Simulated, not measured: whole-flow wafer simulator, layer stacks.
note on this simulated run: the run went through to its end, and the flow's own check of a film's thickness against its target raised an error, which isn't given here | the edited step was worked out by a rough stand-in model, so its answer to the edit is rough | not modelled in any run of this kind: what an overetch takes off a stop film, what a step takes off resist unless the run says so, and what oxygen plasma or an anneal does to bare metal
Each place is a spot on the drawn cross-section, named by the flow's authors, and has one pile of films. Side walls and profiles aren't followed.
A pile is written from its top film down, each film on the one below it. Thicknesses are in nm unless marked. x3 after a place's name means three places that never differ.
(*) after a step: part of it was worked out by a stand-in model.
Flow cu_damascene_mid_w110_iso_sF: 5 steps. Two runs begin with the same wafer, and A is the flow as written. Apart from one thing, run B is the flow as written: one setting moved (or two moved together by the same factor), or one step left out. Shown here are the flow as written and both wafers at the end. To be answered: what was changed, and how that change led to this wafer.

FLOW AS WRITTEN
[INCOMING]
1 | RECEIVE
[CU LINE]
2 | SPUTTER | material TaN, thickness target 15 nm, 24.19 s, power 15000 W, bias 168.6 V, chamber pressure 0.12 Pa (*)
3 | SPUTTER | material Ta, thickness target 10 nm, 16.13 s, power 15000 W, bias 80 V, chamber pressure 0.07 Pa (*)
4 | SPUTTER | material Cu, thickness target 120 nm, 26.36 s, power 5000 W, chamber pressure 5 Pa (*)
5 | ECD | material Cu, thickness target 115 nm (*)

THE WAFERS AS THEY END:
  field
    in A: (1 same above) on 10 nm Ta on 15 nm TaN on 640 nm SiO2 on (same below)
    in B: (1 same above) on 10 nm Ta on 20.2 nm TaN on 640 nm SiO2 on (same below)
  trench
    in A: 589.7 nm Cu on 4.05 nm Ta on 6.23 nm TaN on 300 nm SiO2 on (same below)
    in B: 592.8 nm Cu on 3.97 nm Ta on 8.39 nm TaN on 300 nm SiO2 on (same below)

The reason: step 2, SPUTTER: thickness target 20.2 nm was run, while the flow as written has thickness target 15 nm; step 2, SPUTTER: 32.66 s was run, where the flow has 24.19 s.
The wafer lets one read it off: field has TaN 20.2, and step 2 as written asks for 15 nm.

Step by step, how the change led to this:
  2 | SPUTTER | material TaN, thickness target 15 nm, 24.19 s, power 15000 W, bias 168.6 V, chamber pressure 0.12 Pa (*)
      field: A +15 TaN (new film) | B +20.2 TaN (new film)
      trench: A +6.23 TaN (new film) | B +8.39 TaN (new film)
